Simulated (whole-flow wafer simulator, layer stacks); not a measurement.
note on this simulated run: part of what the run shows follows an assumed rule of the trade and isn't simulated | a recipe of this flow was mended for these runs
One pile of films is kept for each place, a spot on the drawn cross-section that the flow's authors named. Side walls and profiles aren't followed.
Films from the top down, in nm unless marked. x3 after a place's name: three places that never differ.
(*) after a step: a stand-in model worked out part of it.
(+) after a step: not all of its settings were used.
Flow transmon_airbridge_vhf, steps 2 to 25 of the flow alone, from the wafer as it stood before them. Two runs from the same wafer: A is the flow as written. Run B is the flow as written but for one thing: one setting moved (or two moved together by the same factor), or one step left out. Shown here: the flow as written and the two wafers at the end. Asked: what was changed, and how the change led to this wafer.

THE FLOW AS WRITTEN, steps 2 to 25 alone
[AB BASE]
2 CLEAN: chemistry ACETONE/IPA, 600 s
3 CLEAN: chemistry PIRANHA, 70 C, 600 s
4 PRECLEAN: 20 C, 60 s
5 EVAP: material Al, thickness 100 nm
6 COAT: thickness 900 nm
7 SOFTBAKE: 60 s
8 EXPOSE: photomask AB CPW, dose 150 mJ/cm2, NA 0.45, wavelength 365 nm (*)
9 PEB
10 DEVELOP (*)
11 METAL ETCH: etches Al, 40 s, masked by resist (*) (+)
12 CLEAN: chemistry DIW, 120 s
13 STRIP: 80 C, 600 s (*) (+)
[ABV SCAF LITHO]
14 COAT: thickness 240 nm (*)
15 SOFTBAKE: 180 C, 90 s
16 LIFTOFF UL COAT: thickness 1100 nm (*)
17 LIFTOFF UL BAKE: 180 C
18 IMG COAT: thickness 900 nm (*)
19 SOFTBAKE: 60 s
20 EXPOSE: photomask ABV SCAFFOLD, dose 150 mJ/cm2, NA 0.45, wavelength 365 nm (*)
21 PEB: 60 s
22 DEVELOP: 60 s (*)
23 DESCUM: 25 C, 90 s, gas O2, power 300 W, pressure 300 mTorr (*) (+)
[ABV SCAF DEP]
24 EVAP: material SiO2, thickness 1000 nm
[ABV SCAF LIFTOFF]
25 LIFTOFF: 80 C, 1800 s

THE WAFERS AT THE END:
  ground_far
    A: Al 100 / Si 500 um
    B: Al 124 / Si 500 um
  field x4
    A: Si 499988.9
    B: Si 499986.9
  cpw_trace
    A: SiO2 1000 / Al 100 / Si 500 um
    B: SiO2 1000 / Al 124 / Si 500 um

The cause: step 5, EVAP: thickness 124 nm was run, where the flow has thickness 100 nm; step 11, METAL ETCH: 50 s was run, where the flow has 40 s.
It can be read off the wafer: ground_far has Al 124, and step 5 as written asks for 100 nm.

How the change led to this, step by step:
  5 EVAP: material Al, thickness 100 nm
      field x4, ground_far, pad_w x2, flank_w x2, gap_w x2, cpw_trace, trace_open_s x2, margin_s x3: A Al +100 (new film) | B Al +124 (new film)
  11 METAL ETCH: etches Al, 40 s, masked by resist (*) (+)
      ground_far, pad_w x2, flank_w x2, cpw_trace, trace_open_s x2, margin_s x3: A i-line-resist -60 | B i-line-resist -75
      field x4, gap_w x2: A Al -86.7 (all of it), Si -11.1 | B Al -110.7 (all of it), Si -13.1
